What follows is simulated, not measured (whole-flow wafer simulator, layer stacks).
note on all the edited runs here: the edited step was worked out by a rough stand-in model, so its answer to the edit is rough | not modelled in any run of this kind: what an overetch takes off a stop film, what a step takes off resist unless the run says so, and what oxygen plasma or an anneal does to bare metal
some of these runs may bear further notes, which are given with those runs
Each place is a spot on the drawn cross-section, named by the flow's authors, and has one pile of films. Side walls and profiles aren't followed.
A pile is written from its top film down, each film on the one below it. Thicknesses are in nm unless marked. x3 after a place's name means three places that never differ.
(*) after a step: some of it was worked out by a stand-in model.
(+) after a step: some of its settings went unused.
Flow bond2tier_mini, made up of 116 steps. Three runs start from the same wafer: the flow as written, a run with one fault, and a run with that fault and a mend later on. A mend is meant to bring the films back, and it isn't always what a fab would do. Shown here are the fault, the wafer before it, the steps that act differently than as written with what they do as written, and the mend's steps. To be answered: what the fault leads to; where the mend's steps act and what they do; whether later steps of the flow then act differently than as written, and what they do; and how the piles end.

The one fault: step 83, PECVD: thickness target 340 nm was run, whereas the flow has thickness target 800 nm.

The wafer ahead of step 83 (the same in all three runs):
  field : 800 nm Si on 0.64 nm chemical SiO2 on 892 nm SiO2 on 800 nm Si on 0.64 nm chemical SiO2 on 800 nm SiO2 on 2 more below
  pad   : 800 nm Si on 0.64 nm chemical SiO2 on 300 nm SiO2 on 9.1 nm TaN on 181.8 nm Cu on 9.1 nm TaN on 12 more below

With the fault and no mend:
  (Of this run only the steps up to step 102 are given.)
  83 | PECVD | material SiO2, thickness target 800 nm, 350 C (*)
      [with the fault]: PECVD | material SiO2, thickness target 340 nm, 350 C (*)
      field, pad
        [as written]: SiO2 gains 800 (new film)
        [with the fault]: SiO2 gains 340 (new film)
  Steps later in the flow that act otherwise than as written (not shown: 1 more step that differs only slightly, by at most 2% or 0.5 nm, whichever is larger):
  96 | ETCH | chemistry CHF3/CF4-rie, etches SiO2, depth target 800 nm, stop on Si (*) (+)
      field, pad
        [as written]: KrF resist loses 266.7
        [with the fault]: KrF resist loses 151.5
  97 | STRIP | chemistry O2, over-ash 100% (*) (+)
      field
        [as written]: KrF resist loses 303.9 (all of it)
        [with the fault]: KrF resist loses 419.1 (all of it)
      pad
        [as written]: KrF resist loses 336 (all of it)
        [with the fault]: KrF resist loses 451.1 (all of it)
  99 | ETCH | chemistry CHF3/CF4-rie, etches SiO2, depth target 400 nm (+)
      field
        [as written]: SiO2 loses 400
        [with the fault]: SiO2 loses 332 (all of it), Si loses 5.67
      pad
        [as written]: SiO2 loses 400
        [with the fault]: SiO2 loses 295 (all of it), Si loses 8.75
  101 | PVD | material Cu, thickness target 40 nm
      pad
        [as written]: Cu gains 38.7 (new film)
        [with the fault]: Cu gains 40 (new film)
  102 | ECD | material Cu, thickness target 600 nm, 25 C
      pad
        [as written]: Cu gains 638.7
        [with the fault]: Cu gains 603.1
  After step 102, at field, pad, the piles differ from the flow's by more than 2% or 0.5 nm, whichever is larger.
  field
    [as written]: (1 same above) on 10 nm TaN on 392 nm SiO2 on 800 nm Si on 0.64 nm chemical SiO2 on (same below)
    [with the fault]: (1 same above) on 10 nm TaN on 794.3 nm Si on 0.64 nm chemical SiO2 on (same below)
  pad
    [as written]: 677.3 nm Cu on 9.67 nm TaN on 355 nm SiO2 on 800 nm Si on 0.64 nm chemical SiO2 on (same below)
    [with the fault]: 643.1 nm Cu on 10 nm TaN on 791.2 nm Si on 0.64 nm chemical SiO2 on (same below)

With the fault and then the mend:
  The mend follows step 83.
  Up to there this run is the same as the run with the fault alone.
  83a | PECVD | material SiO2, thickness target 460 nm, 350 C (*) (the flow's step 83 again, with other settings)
      field, pad
        SiO2 gains 460
  None of the later steps of the flow acts differently than as written at any place that is followed.
  By the end, the piles equal the flow's at every place that both follow.
